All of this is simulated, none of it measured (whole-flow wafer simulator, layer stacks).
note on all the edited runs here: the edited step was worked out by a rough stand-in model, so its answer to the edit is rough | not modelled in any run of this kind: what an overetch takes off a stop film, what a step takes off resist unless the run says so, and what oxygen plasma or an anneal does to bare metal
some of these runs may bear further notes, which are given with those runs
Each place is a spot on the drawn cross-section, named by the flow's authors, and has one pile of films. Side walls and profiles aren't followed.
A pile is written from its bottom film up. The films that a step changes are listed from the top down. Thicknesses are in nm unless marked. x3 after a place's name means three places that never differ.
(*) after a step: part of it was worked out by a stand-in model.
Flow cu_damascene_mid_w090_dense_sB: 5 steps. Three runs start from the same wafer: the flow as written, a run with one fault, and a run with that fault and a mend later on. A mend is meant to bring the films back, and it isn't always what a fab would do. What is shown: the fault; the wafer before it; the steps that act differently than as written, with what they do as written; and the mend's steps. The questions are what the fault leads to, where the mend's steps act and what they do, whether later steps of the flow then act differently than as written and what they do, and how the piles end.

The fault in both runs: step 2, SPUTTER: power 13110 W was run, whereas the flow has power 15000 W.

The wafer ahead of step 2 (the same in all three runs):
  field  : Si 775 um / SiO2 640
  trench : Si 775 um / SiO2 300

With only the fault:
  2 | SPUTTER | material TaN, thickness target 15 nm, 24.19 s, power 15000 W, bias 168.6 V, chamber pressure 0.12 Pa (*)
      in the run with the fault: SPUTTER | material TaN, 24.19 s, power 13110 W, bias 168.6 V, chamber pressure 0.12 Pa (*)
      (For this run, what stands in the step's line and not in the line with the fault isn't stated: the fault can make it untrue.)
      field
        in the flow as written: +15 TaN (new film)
        in the run with the fault: +13.1 TaN (new film)
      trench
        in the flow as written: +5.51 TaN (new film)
        in the run with the fault: +4.82 TaN (new film)
  Every later step of the flow that is run acts as written, at every place that is followed, to within 2% or 0.5 nm, whichever is larger.
  The piles end different from the flow's at field, trench by more than 2% or 0.5 nm, whichever is larger.
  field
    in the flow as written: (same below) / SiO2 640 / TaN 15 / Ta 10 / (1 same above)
    in the run with the fault: (same below) / SiO2 640 / TaN 13.1 / Ta 10 / (1 same above)
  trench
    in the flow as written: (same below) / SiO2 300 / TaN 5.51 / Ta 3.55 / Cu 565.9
    in the run with the fault: (same below) / SiO2 300 / TaN 4.82 / Ta 3.57 / Cu 564.7

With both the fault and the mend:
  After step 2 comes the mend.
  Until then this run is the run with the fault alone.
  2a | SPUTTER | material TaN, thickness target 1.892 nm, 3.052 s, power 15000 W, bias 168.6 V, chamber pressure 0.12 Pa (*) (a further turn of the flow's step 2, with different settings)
      field
        +1.89 TaN
      trench
        +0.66 TaN
  Every later step of the flow that is run acts as written at every place that is followed.
  At the end the piles are close to the flow's at the places that both follow, differing by at most 2% or 0.5 nm, whichever is larger.
